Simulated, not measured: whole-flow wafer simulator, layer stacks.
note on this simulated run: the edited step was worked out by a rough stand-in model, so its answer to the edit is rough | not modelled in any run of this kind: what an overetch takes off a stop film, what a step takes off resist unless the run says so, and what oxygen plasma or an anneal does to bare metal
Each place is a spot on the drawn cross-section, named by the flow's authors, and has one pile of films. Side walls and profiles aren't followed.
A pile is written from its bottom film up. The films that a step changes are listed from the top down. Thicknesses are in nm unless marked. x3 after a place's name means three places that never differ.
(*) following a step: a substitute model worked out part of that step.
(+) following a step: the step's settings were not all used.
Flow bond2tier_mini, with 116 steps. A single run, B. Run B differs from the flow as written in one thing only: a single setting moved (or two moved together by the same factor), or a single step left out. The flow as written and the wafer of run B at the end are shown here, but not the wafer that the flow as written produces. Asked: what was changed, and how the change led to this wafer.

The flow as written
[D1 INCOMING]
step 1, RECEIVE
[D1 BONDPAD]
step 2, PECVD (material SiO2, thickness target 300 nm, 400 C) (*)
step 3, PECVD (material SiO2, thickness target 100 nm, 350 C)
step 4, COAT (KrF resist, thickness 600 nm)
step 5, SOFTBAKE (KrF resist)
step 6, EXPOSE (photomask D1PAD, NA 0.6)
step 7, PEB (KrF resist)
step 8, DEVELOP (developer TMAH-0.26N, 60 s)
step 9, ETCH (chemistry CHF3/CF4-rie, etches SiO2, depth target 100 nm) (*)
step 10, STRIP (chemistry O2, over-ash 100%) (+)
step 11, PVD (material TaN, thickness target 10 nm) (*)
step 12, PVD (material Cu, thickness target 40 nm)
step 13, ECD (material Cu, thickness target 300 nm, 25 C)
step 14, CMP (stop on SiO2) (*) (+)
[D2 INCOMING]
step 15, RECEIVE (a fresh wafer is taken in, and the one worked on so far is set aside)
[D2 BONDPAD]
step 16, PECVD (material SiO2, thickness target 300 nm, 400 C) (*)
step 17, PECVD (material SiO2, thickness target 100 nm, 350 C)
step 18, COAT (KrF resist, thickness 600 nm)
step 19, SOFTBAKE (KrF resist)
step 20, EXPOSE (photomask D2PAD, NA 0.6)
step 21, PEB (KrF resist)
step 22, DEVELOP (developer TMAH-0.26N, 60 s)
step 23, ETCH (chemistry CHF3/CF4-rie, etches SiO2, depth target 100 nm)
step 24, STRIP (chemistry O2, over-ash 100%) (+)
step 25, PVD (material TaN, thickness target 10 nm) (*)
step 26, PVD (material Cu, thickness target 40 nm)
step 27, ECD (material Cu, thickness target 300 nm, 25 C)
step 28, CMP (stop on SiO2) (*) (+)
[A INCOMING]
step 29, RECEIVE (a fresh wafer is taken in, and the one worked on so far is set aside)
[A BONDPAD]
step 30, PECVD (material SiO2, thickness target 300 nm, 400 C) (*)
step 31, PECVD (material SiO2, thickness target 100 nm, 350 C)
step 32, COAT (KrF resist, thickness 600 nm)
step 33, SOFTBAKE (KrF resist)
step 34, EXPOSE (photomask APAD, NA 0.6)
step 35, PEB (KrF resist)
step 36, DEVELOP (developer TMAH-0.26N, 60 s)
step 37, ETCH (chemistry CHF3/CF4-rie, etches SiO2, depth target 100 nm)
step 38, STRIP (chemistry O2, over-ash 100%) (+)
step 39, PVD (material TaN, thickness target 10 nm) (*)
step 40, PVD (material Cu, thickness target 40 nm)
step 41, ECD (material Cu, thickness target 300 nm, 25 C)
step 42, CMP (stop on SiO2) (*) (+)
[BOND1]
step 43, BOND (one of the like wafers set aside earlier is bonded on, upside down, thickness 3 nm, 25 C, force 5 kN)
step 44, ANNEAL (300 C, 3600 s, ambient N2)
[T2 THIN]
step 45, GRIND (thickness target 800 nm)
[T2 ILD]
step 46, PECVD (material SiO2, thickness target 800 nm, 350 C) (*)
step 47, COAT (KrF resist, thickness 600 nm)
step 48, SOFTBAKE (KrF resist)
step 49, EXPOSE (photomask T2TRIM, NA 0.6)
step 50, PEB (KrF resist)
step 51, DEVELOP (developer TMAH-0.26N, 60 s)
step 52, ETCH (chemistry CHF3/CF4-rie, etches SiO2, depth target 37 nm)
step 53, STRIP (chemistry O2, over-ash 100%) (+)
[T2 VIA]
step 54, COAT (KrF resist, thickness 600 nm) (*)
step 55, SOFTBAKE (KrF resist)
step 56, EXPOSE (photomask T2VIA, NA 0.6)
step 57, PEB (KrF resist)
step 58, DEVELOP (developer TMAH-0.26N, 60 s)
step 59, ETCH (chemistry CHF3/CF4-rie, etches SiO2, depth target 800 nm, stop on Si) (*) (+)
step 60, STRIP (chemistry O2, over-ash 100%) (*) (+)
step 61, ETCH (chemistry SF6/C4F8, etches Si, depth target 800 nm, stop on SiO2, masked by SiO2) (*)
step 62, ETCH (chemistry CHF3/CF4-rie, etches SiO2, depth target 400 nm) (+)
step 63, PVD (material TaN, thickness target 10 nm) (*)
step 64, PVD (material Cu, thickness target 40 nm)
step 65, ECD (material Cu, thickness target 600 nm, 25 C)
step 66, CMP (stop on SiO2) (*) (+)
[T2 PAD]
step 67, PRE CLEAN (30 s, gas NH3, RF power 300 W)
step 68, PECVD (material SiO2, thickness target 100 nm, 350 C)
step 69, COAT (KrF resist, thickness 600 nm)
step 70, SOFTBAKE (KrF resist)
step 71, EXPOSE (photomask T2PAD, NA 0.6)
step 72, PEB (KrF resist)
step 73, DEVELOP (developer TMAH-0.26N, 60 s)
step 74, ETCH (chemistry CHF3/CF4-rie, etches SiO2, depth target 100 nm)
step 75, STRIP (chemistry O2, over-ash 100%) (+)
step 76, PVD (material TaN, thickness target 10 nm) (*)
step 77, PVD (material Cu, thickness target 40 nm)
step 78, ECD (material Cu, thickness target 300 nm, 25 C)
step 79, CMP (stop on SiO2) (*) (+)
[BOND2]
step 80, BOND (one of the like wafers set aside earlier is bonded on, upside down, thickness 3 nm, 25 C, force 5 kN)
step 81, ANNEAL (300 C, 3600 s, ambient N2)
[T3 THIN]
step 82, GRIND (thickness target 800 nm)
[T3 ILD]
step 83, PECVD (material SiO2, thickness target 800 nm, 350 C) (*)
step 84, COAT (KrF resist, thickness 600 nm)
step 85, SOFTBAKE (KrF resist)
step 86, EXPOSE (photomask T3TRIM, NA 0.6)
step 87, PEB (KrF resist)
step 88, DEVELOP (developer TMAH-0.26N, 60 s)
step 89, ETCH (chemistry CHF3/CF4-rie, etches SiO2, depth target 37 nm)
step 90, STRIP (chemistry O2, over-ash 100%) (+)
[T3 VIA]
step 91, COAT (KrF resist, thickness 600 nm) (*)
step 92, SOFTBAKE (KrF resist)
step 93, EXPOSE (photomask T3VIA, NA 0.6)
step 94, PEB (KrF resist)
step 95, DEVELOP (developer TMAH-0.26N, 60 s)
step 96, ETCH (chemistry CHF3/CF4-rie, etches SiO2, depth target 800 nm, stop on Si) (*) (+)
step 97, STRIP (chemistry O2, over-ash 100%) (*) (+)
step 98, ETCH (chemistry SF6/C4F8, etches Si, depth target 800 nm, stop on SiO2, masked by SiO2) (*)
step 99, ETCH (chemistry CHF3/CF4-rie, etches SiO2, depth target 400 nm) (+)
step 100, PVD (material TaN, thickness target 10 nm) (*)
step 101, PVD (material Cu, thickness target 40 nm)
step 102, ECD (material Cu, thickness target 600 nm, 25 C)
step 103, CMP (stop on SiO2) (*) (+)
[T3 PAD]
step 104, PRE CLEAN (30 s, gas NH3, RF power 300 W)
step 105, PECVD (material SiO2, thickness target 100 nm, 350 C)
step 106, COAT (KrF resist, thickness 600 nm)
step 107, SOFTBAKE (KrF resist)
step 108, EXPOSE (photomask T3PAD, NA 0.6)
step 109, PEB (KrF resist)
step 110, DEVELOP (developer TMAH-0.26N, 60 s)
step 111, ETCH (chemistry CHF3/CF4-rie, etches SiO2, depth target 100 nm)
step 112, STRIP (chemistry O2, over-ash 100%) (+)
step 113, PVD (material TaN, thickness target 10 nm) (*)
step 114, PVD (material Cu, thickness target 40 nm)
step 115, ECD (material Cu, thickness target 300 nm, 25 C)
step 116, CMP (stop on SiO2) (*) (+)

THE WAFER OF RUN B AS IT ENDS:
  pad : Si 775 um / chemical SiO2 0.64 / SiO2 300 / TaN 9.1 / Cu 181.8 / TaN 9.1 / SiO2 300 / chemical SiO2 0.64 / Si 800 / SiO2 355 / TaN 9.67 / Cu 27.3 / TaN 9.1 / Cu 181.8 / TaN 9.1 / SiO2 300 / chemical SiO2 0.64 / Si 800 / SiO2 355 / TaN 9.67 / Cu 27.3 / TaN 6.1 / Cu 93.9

Cause: step 113, PVD: thickness target 6.7 nm was run, whereas the flow has thickness target 10 nm.

How this came from the change, step by step:
  step 113, PVD (material TaN, thickness target 10 nm) (*)
      field: TaN gains 6.7 (new film) (in the flow as written it would be: TaN gains 10 (new film))
      pad: TaN gains 6.1 (new film) (in the flow as written it would be: TaN gains 9.1 (new film))
  step 116, CMP (stop on SiO2) (*) (+)
      field: Cu loses 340 (all of it), TaN loses 6.7 (all of it) (in the flow as written it would be: Cu loses 340 (all of it), TaN loses 10 (all of it))
